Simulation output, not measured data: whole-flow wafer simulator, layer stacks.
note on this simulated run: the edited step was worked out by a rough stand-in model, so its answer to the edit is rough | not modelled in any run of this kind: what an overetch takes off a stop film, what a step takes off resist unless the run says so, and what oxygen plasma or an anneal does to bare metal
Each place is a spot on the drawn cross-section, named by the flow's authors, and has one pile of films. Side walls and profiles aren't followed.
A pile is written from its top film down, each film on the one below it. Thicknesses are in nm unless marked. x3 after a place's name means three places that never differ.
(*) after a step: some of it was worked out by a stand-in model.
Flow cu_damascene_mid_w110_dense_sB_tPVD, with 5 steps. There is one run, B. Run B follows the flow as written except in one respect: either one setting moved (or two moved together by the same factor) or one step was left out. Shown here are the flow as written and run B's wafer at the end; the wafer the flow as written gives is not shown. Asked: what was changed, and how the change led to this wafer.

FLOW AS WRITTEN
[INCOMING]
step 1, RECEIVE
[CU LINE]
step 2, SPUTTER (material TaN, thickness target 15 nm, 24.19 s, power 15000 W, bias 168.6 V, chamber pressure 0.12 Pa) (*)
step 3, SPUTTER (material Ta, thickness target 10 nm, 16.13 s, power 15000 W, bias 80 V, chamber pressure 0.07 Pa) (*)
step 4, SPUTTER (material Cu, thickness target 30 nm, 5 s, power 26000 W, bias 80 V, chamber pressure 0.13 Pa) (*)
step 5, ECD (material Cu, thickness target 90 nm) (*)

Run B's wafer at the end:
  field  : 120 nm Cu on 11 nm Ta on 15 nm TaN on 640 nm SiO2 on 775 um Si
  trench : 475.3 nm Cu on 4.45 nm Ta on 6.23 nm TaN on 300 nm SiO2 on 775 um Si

Cause: step 3, SPUTTER: thickness target 11 nm was run, while the flow as written has thickness target 10 nm; step 3, SPUTTER: 17.74 s was run, where the flow has 16.13 s.
The wafer lets one read it off: field has Ta 11, and step 3 as written asks for 10 nm.

The path from the change to this, step by step:
  step 3, SPUTTER (material Ta, thickness target 10 nm, 16.13 s, power 15000 W, bias 80 V, chamber pressure 0.07 Pa) (*)
      field: +11 Ta (new film) (as written it would have been: +10 Ta (new film))
